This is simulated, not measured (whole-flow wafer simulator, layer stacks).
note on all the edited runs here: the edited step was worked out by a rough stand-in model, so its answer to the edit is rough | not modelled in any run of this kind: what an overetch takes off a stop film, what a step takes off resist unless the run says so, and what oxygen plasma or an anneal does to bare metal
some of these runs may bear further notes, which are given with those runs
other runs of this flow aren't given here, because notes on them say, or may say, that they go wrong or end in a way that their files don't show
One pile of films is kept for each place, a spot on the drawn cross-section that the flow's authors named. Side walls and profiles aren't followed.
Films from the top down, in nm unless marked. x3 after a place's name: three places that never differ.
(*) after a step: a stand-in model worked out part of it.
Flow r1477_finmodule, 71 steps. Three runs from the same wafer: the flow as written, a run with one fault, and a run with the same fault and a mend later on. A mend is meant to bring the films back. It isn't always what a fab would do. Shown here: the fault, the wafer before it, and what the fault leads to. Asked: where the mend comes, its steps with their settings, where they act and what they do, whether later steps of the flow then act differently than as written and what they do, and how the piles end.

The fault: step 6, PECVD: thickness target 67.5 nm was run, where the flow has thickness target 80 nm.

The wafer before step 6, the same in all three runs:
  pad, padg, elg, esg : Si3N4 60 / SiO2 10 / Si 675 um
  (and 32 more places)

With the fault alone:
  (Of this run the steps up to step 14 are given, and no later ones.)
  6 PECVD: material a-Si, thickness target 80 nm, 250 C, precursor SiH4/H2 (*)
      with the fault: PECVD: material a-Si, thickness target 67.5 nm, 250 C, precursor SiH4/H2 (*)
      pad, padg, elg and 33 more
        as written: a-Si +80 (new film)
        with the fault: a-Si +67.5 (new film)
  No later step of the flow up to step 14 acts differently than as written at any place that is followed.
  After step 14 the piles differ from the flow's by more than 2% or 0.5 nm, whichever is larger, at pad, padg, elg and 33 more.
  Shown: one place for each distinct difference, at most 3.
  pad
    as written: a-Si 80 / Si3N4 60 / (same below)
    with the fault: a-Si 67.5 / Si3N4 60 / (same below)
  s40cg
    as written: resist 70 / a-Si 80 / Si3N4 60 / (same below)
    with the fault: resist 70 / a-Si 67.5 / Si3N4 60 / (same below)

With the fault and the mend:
  The mend comes after step 7.
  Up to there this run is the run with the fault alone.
  7a ETCH: chemistry tmah, depth target 77.62 nm
      pad, padg, elg and 33 more
        a-Si -67.5 (all of it)
  7b PECVD: material a-Si, thickness target 80 nm, 250 C, precursor SiH4/H2 (*) (the flow's step 6 once more)
      pad, padg, elg and 33 more
        a-Si +80 (new film)
  No later step of the flow acts differently than as written at any place that is followed.
  At the end the piles are the same as the flow's at every place that both follow.
